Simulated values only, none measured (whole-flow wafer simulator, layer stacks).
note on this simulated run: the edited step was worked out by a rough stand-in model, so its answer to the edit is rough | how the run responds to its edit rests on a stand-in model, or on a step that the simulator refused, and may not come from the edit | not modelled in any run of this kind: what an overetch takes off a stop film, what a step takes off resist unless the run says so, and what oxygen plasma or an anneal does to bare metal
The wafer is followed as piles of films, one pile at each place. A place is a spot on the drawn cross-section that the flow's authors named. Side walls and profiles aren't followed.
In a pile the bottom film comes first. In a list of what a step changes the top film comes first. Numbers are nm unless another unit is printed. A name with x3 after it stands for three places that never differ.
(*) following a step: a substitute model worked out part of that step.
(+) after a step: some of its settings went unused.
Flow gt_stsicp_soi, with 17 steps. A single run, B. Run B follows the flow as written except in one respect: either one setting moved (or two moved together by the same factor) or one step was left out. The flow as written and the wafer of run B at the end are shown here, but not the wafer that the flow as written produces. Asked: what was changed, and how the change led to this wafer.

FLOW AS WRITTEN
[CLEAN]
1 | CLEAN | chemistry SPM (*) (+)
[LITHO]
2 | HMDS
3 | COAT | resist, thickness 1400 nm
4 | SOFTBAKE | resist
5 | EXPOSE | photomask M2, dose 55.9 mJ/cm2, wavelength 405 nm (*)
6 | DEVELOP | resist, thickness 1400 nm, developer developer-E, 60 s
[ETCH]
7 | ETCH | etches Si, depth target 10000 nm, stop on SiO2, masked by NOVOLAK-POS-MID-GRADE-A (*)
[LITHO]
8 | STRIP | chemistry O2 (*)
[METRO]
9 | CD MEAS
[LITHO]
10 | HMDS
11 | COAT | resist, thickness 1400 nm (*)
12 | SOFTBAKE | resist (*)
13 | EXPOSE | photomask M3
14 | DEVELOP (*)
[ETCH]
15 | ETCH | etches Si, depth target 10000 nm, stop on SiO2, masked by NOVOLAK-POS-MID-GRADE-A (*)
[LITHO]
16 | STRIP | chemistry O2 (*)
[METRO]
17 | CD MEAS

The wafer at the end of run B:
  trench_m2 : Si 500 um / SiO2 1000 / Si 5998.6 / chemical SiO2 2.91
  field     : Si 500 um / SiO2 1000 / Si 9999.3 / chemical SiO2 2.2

Cause: step 7, ETCH: depth target 4000 nm was run, though the flow has depth target 10000 nm.

Step by step, how the change led to this:
  7 | ETCH | etches Si, depth target 10000 nm, stop on SiO2, masked by NOVOLAK-POS-MID-GRADE-A (*)
      trench_m2: chemical SiO2 loses 0.8 (all of it), Si loses 4000 (in the flow as written it would be: chemical SiO2 loses 0.8 (all of it), Si loses 9999.9 (all of it))
      field, trench_m3: resist loses 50 (in the flow as written it would be: resist loses 125)
  8 | STRIP | chemistry O2 (*)
      trench_m2: chemical SiO2 gains 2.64 (new film), Si loses 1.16 (in the flow as written it would be: nothing)
      field, trench_m3: resist loses 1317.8 (all of it), chemical SiO2 gains 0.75, Si loses 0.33 (in the flow as written it would be: resist loses 1242.8 (all of it), chemical SiO2 gains 0.74, Si loses 0.33)
  11 | COAT | resist, thickness 1400 nm (*)
      field: resist gains 1372.9 (new film) (in the flow as written it would be: resist gains 1332.8 (new film))
      trench_m2: resist gains 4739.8 (new film) (in the flow as written it would be: resist gains 9583.4 (new film))
      (also at 1 further place)
  12 | SOFTBAKE | resist (*)
      trench_m2: resist gains 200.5 (in the flow as written it would be: nothing)
      trench_m3: resist gains 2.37 (in the flow as written it would be: nothing)
  14 | DEVELOP (*)
      trench_m3: resist loses 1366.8 (all of it) (in the flow as written it would be: resist loses 1311.7 (all of it))
  16 | STRIP | chemistry O2 (*)
      trench_m2: resist loses 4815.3 (all of it), chemical SiO2 gains 0.27, Si loses 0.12 (in the flow as written it would be: resist loses 9458.4 (all of it))
      field: resist loses 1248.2 (all of it), chemical SiO2 gains 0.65, Si loses 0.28 (in the flow as written it would be: resist loses 1207.8 (all of it), chemical SiO2 gains 0.94, Si loses 0.41)
